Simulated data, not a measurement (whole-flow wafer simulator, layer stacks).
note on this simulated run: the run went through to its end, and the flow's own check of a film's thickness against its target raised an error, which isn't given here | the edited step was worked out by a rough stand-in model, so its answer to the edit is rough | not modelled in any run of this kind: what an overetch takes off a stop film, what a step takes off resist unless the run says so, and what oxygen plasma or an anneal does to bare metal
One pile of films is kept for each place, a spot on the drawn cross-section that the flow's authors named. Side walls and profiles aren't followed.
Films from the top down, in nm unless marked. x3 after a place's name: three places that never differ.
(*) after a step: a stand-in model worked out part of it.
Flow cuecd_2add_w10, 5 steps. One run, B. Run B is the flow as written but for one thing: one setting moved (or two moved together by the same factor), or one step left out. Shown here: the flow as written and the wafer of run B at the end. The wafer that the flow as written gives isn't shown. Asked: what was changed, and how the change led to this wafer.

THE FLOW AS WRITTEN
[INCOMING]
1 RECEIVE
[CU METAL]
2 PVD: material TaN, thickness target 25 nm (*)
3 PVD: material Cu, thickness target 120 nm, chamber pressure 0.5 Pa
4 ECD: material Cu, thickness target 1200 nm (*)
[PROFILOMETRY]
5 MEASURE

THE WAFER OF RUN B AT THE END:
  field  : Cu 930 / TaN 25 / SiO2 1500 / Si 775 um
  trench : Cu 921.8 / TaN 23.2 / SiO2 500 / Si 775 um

The cause: step 4, ECD: thickness target 810 nm was run, where the flow has thickness target 1200 nm.

How the change led to this, step by step:
  4 ECD: material Cu, thickness target 1200 nm (*)
      field, trench: Cu +810 (as written it would be: Cu +1200)
